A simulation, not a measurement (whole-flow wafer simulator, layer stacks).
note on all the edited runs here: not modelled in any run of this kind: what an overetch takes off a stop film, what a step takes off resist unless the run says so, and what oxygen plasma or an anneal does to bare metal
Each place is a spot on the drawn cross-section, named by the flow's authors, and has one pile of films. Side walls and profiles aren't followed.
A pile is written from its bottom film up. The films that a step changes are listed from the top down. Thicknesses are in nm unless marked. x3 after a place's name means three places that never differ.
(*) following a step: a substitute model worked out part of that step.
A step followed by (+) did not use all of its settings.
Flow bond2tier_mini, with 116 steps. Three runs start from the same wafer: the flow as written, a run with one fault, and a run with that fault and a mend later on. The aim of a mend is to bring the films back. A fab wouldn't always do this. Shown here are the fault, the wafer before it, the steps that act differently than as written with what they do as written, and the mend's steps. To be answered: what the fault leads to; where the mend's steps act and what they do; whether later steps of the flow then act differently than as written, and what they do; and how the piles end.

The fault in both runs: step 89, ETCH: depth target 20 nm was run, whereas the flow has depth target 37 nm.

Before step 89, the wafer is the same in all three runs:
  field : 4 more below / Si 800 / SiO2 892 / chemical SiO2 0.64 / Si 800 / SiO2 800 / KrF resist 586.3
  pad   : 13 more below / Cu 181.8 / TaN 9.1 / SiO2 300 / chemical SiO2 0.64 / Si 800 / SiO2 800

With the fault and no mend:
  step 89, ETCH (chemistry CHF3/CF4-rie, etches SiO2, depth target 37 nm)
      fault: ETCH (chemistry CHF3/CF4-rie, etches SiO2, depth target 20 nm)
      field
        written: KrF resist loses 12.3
        fault: KrF resist loses 6.67
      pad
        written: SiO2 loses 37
        fault: SiO2 loses 20
  Later steps of the flow acting differently than as written (4 more steps, not shown, differ only slightly: by at most 2% or 0.5 nm, whichever is larger):
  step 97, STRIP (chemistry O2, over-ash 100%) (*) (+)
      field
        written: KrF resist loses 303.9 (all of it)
        fault: KrF resist loses 311.1 (all of it)
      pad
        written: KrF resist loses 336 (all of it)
        fault: KrF resist loses 328.4 (all of it)
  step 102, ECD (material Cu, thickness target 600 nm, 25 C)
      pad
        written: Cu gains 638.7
        fault: Cu gains 620.9
  The piles end different from the flow's at pad by more than 2% or 0.5 nm, whichever is larger.
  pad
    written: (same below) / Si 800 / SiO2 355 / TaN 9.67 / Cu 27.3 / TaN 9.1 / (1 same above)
    fault: (same below) / Si 800 / SiO2 372 / TaN 9.82 / Cu 10.2 / TaN 9.1 / (1 same above)

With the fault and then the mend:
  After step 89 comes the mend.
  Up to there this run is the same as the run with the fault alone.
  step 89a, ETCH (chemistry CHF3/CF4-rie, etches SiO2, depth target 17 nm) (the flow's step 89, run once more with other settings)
      field
        KrF resist loses 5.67
      pad
        SiO2 loses 17
  None of the later steps of the flow acts differently than as written at any place that is followed.
  At every place that both follow, the piles at the end match the flow's.
